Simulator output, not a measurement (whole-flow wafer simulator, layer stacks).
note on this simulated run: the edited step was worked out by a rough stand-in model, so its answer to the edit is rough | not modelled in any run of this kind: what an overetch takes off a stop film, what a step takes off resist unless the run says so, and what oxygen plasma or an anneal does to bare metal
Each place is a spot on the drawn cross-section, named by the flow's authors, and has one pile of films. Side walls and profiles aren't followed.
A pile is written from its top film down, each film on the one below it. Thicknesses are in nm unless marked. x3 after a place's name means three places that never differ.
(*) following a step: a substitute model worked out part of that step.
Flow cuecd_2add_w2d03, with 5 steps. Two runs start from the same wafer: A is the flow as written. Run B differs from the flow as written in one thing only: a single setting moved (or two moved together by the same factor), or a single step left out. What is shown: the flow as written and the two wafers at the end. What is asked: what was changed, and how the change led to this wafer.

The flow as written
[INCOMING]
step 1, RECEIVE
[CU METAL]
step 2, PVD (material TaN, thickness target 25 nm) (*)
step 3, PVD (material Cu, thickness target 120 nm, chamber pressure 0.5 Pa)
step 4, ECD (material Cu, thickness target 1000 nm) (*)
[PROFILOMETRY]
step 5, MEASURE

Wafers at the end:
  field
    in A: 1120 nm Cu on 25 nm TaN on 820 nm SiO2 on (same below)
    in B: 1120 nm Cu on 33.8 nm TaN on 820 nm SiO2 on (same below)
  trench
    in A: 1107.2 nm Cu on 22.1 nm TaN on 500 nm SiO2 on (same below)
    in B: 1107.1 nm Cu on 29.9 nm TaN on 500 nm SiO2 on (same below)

What caused this: step 2, PVD: thickness target 33.8 nm was run, while the flow as written has thickness target 25 nm.
The wafer lets one read it off: field has TaN 33.8, and step 2 as written asks for 25 nm.

How this came from the change, step by step:
  step 2, PVD (material TaN, thickness target 25 nm) (*)
      field: A +25 TaN (new film) | B +33.8 TaN (new film)
      trench: A +22.1 TaN (new film) | B +29.9 TaN (new film)
